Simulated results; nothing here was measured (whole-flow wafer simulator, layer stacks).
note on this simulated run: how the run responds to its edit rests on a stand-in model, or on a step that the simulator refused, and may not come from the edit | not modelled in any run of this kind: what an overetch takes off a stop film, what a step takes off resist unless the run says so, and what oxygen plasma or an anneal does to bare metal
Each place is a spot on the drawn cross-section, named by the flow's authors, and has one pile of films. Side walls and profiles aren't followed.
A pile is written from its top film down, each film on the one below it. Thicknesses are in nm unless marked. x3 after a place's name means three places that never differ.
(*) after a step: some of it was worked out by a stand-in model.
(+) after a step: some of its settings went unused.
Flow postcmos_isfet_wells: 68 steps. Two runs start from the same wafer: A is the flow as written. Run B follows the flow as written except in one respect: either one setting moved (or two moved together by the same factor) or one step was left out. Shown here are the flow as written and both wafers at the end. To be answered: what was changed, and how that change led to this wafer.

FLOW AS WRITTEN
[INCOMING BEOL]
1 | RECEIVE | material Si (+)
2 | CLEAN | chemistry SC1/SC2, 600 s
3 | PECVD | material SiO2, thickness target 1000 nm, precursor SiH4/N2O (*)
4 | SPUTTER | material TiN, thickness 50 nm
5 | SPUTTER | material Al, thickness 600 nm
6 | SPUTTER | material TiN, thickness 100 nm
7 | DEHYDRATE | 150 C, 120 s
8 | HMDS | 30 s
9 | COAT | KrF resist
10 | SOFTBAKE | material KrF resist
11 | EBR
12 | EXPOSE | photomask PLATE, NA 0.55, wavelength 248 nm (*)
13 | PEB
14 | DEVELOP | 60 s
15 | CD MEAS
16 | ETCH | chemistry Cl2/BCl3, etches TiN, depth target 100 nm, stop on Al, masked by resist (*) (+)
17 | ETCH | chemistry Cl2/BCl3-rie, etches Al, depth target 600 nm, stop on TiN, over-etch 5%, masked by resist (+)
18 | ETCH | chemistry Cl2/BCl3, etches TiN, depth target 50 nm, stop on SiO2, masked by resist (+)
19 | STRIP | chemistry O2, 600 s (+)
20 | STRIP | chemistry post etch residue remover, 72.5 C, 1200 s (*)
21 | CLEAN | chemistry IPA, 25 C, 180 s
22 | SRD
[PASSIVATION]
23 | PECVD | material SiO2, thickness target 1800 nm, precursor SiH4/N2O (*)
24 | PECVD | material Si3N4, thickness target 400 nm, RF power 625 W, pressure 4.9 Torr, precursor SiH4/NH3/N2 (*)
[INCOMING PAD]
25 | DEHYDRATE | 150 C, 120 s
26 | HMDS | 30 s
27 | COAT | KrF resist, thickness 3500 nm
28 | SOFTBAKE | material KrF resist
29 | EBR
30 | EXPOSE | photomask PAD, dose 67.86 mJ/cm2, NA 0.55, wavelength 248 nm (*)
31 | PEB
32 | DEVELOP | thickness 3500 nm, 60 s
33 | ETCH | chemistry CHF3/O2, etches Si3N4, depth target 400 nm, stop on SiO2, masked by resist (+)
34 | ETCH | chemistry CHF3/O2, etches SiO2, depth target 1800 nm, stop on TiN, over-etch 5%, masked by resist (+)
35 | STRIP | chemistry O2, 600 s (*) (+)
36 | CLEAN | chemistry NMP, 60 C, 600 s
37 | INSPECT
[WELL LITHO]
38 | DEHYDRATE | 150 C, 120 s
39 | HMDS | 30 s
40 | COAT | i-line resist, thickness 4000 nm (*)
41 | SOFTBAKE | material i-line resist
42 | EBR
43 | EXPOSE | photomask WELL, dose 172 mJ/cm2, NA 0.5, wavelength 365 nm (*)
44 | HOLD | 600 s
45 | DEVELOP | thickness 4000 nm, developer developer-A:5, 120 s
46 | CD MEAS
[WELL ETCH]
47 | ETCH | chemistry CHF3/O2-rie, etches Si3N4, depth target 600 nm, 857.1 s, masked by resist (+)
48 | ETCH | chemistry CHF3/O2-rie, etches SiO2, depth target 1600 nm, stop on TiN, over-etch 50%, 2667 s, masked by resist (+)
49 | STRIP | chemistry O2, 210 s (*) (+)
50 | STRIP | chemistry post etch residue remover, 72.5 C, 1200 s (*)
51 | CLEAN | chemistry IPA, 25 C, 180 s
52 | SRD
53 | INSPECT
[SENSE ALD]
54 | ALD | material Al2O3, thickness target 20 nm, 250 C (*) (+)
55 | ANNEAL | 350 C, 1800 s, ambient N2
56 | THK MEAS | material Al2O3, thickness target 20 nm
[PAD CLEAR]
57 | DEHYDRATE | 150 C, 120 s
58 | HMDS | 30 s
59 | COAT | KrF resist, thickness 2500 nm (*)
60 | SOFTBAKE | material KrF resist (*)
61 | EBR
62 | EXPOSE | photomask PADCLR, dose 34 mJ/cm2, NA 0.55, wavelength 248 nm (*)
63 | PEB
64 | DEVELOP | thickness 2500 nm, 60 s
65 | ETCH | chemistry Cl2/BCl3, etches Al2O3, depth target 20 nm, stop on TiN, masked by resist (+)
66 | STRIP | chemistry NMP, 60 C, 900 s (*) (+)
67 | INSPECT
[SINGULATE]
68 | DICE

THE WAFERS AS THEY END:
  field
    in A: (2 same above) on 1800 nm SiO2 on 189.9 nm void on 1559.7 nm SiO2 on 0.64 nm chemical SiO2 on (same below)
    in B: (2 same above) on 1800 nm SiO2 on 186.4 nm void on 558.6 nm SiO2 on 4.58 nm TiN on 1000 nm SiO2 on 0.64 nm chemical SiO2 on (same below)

What caused this: step 18, ETCH: depth target 45 nm was run, though the flow has depth target 50 nm.

Step by step, how the change led to this:
  18 | ETCH | chemistry Cl2/BCl3, etches TiN, depth target 50 nm, stop on SiO2, masked by resist (+)
      field: A TiN loses 50 (all of it) | B TiN loses 45
      margin, well900, well1300, well2000, well3000, pad_rim, pad_clr, pad_open: A KrF resist loses 20 | B KrF resist loses 18
  23 | PECVD | material SiO2, thickness target 1800 nm, precursor SiH4/N2O (*)
      field: A SiO2 gains 1800 (new film), void gains 189.9 (new film), SiO2 gains 559.7 | B SiO2 gains 1800 (new film), void gains 186.4 (new film), SiO2 gains 558.6 (new film)
With metal films that touch counted as one body, field has 1 body; the flow as written gives 0 bodies.
